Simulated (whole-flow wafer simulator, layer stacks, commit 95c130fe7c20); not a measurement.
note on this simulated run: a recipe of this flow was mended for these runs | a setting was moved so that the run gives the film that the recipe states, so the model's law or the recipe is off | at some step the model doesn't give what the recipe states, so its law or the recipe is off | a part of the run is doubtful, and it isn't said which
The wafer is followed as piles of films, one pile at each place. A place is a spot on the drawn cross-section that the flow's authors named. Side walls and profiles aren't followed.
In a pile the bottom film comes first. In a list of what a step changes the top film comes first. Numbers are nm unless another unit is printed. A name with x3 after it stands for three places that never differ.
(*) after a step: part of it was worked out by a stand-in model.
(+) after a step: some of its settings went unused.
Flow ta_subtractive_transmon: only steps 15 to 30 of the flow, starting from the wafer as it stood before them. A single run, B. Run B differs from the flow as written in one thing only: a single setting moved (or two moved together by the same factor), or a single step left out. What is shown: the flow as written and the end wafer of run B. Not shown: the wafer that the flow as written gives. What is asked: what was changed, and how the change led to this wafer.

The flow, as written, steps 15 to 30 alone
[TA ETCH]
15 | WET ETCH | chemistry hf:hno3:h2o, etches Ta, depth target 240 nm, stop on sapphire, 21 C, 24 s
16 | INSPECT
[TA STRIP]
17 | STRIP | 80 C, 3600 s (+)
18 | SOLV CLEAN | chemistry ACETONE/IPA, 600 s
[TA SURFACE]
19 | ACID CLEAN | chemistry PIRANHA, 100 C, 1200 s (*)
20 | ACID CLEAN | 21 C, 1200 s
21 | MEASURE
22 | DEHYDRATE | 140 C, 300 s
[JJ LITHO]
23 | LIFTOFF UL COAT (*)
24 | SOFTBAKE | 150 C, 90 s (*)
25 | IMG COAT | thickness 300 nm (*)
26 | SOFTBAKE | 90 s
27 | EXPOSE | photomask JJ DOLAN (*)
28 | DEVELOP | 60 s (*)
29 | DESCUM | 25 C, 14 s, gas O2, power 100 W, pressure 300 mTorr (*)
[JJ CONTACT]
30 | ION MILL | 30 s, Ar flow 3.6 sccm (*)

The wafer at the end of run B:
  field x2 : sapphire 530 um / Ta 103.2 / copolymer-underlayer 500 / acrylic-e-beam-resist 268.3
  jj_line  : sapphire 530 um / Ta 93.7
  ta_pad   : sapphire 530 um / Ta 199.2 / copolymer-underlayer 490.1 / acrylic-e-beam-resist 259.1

What caused this: step 15, WET ETCH: depth target 96 nm was run, while the flow as written has depth target 240 nm; step 15, WET ETCH: 9.6 s was run, where the flow has 24 s.

The path from the change to this, step by step:
  15 | WET ETCH | chemistry hf:hno3:h2o, etches Ta, depth target 240 nm, stop on sapphire, 21 C, 24 s
      field x2, jj_line, lead: -96 Ta (it would be, as written: -199.7 Ta (all of it))
  23 | LIFTOFF UL COAT (*)
      lead: +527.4 copolymer-underlayer (new film) (it would be, as written: +554.7 copolymer-underlayer (new film))
      ta_contact: +471.7 copolymer-underlayer (new film) (it would be, as written: +443.9 copolymer-underlayer (new film))
  25 | IMG COAT | thickness 300 nm (*)
      lead: +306 acrylic-e-beam-resist (new film) (it would be, as written: +312.5 acrylic-e-beam-resist (new film))
      ta_contact: +294.1 acrylic-e-beam-resist (new film) (it would be, as written: +287.5 acrylic-e-beam-resist (new film))
      (also at 1 further place)
  28 | DEVELOP | 60 s (*)
      lead: -306 acrylic-e-beam-resist (all of it), -527.4 copolymer-underlayer (all of it) (it would be, as written: -312.5 acrylic-e-beam-resist (all of it), -554.7 copolymer-underlayer (all of it))
      ta_contact: -294.1 acrylic-e-beam-resist (all of it), -471.7 copolymer-underlayer (all of it) (it would be, as written: -287.5 acrylic-e-beam-resist (all of it), -443.9 copolymer-underlayer (all of it))
  30 | ION MILL | 30 s, Ar flow 3.6 sccm (*)
      jj_line, lead: -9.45 Ta (it would be, as written: -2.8 sapphire)
Taking metal films that touch as one body, field x2 has 1 body; the flow as written gives 0 bodies.
Taking metal films that touch as one body, jj_line has 1 body; the flow as written gives 0 bodies.
